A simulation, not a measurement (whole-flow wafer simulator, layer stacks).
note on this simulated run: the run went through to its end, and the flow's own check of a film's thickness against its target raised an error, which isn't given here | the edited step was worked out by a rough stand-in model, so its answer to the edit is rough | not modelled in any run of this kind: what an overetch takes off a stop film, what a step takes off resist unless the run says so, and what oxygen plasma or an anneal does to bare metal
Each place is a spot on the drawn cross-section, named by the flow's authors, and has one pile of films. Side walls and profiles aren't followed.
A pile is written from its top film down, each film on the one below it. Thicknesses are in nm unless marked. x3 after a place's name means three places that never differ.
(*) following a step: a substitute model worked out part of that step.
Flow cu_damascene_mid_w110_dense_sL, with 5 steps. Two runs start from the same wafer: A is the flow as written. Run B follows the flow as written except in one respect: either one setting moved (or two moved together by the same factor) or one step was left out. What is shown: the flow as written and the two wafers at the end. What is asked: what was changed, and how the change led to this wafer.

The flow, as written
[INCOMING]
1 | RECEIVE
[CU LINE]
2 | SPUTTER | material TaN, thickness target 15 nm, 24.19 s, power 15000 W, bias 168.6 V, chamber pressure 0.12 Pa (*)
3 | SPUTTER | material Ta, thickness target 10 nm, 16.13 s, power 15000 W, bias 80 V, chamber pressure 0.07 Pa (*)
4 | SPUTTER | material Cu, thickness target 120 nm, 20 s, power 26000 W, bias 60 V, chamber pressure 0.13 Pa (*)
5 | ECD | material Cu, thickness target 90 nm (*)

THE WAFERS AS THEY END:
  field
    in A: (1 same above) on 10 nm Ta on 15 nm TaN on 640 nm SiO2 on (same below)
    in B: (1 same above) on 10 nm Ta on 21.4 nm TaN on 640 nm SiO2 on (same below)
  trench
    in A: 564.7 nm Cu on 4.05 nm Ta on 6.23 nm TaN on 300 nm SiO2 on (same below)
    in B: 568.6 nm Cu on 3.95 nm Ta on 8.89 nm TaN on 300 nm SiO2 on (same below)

What caused this: step 2, SPUTTER: thickness target 21.4 nm was run, though the flow has thickness target 15 nm; step 2, SPUTTER: 34.47 s was run, where the flow has 24.19 s.
One can read it off the wafer: field has TaN 21.4, and step 2 as written asks for 15 nm.

How this came from the change, step by step:
  2 | SPUTTER | material TaN, thickness target 15 nm, 24.19 s, power 15000 W, bias 168.6 V, chamber pressure 0.12 Pa (*)
      field: A TaN gains 15 (new film) | B TaN gains 21.4 (new film)
      trench: A TaN gains 6.23 (new film) | B TaN gains 8.89 (new film)
  4 | SPUTTER | material Cu, thickness target 120 nm, 20 s, power 26000 W, bias 60 V, chamber pressure 0.13 Pa (*)
      trench: A Cu gains 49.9 (new film) | B Cu gains 48.9 (new film)
